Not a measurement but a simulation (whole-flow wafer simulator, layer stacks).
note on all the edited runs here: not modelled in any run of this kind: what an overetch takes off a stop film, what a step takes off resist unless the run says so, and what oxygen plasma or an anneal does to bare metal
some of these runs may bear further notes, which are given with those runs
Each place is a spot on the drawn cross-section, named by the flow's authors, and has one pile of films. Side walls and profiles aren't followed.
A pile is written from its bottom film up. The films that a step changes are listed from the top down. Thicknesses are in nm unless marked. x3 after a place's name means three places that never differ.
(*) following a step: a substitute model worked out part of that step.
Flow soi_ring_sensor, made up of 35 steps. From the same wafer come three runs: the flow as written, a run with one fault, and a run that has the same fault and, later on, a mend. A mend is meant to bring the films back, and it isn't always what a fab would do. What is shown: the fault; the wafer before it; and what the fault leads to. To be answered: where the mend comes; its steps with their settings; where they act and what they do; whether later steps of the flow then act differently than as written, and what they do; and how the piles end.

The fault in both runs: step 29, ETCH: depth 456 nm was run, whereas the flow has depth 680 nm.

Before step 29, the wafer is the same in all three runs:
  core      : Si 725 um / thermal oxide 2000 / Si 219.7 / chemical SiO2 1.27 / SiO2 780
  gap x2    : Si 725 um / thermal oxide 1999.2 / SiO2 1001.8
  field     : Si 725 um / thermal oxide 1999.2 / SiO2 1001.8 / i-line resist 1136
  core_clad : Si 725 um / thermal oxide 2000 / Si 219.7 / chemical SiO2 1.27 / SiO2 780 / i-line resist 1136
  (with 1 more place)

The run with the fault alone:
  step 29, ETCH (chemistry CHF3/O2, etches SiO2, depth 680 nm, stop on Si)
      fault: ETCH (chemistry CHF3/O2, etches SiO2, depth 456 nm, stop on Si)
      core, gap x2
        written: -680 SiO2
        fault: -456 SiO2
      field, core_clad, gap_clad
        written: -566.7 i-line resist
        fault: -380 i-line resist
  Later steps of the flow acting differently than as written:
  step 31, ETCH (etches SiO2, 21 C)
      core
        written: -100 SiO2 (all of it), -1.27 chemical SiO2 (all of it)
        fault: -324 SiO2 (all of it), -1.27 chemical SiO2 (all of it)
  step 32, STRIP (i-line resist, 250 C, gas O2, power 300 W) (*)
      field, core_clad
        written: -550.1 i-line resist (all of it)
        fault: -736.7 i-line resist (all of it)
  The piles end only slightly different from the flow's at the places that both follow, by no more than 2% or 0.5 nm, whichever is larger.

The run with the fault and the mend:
  After step 29 comes the mend.
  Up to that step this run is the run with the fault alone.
  step 29a, ETCH (chemistry CHF3/O2, etches SiO2, depth 224 nm, stop on Si) (a further turn of the flow's step 29, with different settings)
      core, gap x2
        -224 SiO2
      field, core_clad, gap_clad
        -186.7 i-line resist
  None of the later steps of the flow acts differently than as written at any place that is followed.
  By the end, the piles equal the flow's at every place that both follow.
